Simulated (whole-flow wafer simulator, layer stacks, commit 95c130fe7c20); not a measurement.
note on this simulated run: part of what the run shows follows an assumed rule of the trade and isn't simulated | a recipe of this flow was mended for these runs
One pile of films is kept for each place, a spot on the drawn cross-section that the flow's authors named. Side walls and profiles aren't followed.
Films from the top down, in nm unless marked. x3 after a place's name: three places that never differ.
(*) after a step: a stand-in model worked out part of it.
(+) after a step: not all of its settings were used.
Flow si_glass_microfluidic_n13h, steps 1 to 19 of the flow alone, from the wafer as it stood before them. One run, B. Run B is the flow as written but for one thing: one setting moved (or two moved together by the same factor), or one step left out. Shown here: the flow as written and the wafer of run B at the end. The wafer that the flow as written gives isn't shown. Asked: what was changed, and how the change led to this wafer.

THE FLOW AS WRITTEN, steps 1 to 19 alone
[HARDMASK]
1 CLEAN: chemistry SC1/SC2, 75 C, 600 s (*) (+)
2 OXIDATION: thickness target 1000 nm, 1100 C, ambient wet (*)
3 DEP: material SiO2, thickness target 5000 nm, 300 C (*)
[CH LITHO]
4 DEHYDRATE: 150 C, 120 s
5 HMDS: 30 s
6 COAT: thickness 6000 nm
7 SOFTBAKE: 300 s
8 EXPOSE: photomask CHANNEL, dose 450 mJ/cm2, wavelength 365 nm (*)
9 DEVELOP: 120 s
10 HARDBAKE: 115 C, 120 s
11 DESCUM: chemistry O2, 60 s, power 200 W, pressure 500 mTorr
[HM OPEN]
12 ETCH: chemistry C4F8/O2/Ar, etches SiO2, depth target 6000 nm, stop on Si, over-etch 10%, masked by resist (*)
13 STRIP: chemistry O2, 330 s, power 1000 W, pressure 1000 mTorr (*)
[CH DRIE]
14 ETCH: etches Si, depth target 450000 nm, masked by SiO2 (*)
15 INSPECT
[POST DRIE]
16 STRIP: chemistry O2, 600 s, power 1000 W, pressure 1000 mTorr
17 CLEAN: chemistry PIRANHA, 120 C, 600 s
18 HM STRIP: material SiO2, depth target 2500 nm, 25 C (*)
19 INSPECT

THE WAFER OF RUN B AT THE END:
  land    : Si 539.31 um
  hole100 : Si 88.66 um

The cause: step 2, OXIDATION: thickness target 1550 nm was run, where the flow has thickness target 1000 nm.

How the change led to this, step by step:
  2 OXIDATION: thickness target 1000 nm, 1100 C, ambient wet (*)
      land, hole100: SiO2 +1550 (new film), chemical SiO2 -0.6 (all of it), Si -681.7 (as written it would be: SiO2 +1000 (new film), chemical SiO2 -0.6 (all of it), Si -439.7)
  12 ETCH: chemistry C4F8/O2/Ar, etches SiO2, depth target 6000 nm, stop on Si, over-etch 10%, masked by resist (*)
      hole100: SiO2 -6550 (all of it), Si -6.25 (as written it would be: SiO2 -6000 (all of it), Si -75)
  18 HM STRIP: material SiO2, depth target 2500 nm, 25 C (*)
      land: SiO2 -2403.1 (all of it) (as written it would be: SiO2 -1854.4 (all of it))
